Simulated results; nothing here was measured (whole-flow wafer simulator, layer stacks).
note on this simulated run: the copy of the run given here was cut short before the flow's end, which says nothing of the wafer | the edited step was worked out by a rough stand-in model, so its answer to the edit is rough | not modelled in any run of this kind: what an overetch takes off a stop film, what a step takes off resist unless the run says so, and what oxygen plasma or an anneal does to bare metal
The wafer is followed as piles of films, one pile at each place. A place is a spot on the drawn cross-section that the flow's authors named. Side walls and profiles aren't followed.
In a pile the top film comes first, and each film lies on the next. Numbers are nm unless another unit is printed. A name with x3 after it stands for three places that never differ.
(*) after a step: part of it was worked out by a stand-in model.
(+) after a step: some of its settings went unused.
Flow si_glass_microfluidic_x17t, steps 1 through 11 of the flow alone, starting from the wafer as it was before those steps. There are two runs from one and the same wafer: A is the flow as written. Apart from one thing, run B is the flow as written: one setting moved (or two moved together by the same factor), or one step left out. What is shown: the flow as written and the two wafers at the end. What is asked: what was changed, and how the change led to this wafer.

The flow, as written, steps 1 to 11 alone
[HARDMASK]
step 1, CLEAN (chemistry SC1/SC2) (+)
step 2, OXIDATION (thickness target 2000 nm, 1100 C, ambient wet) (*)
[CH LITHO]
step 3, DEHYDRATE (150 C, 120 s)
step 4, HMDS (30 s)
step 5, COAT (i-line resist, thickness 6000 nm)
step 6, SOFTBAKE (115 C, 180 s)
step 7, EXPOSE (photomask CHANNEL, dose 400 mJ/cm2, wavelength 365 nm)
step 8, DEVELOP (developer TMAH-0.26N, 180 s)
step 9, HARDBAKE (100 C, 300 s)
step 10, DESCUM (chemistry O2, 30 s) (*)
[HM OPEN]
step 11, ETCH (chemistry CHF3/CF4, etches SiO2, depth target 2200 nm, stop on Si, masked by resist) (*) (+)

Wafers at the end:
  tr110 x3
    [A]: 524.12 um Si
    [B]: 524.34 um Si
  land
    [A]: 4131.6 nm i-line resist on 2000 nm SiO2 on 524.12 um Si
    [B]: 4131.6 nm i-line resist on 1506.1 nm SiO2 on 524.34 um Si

Cause: step 2, OXIDATION: 1018 C was run, though the flow has 1100 C.

The path from the change to this, step by step:
  step 2, OXIDATION (thickness target 2000 nm, 1100 C, ambient wet) (*)
      land, tr110 x3: A SiO2 gains 2000 (new film), chemical SiO2 loses 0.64 (all of it), Si loses 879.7 | B SiO2 gains 1506.1 (new film), chemical SiO2 loses 0.64 (all of it), Si loses 662.4
  step 11, ETCH (chemistry CHF3/CF4, etches SiO2, depth target 2200 nm, stop on Si, masked by resist) (*) (+)
      tr110 x3: A SiO2 loses 2000 (all of it) | B SiO2 loses 1506.1 (all of it)
